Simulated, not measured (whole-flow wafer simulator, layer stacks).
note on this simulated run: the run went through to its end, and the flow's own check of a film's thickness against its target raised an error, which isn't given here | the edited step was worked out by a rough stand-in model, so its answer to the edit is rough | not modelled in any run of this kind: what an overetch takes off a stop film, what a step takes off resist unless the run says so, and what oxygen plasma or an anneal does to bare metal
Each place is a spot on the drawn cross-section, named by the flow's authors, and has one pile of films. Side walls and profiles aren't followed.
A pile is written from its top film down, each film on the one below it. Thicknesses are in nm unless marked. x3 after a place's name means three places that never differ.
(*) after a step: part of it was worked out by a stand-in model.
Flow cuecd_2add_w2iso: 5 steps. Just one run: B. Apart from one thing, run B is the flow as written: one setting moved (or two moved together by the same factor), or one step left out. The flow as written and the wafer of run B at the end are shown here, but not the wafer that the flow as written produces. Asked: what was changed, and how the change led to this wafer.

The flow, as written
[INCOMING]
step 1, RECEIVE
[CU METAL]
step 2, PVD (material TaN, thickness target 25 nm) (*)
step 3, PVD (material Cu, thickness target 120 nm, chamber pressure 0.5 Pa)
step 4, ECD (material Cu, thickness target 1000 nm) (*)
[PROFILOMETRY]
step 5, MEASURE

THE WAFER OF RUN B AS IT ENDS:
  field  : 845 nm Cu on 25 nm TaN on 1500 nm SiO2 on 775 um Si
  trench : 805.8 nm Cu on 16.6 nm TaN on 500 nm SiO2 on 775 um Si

What caused this: step 4, ECD: thickness target 725 nm was run, while the flow as written has thickness target 1000 nm.

How this came from the change, step by step:
  step 4, ECD (material Cu, thickness target 1000 nm) (*)
      field: +725 Cu (in the flow as written it would be: +1000 Cu)
      trench: +725 Cu (in the flow as written it would be: +2047.6 Cu)
